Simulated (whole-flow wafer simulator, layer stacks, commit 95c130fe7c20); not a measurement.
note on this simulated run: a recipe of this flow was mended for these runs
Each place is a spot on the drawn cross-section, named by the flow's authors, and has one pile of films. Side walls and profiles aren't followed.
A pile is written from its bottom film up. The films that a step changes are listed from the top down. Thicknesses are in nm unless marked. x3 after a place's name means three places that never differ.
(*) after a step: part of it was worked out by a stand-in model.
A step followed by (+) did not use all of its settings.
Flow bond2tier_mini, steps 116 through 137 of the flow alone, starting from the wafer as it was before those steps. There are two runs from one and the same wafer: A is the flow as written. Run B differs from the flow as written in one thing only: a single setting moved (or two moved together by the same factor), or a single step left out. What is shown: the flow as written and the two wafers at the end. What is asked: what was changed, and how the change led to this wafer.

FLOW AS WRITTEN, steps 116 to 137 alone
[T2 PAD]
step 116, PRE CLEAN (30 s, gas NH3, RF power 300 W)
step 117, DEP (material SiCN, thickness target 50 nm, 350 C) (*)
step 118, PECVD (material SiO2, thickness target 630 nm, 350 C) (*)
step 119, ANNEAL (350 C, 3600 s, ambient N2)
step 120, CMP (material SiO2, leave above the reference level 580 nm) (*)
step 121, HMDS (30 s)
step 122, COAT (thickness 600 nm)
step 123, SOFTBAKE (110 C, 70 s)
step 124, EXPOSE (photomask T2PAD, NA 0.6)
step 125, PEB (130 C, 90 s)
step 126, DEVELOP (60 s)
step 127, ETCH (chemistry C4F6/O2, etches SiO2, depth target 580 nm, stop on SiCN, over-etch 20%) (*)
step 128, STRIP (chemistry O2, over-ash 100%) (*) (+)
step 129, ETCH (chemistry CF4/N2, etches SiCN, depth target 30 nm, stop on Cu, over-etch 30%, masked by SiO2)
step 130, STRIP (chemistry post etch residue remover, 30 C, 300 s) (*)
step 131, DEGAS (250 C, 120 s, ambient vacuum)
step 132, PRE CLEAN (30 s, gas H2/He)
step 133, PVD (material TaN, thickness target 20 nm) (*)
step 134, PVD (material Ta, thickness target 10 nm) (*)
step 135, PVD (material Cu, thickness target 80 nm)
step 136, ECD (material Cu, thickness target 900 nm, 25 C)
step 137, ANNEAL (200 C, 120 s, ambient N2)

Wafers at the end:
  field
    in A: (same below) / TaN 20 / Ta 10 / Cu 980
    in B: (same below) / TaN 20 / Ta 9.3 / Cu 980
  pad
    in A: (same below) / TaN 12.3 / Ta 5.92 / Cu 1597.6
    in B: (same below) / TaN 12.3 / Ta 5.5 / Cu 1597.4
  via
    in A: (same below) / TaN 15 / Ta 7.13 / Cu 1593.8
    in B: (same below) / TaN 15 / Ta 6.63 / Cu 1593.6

The reason: step 134, PVD: thickness target 9.3 nm was run, while the flow as written has thickness target 10 nm.
One can read it off the wafer: field has Ta 9.3, and step 134 as written asks for 10 nm.

The path from the change to this, step by step:
  step 134, PVD (material Ta, thickness target 10 nm) (*)
      field: A +10 Ta (new film) | B +9.3 Ta (new film)
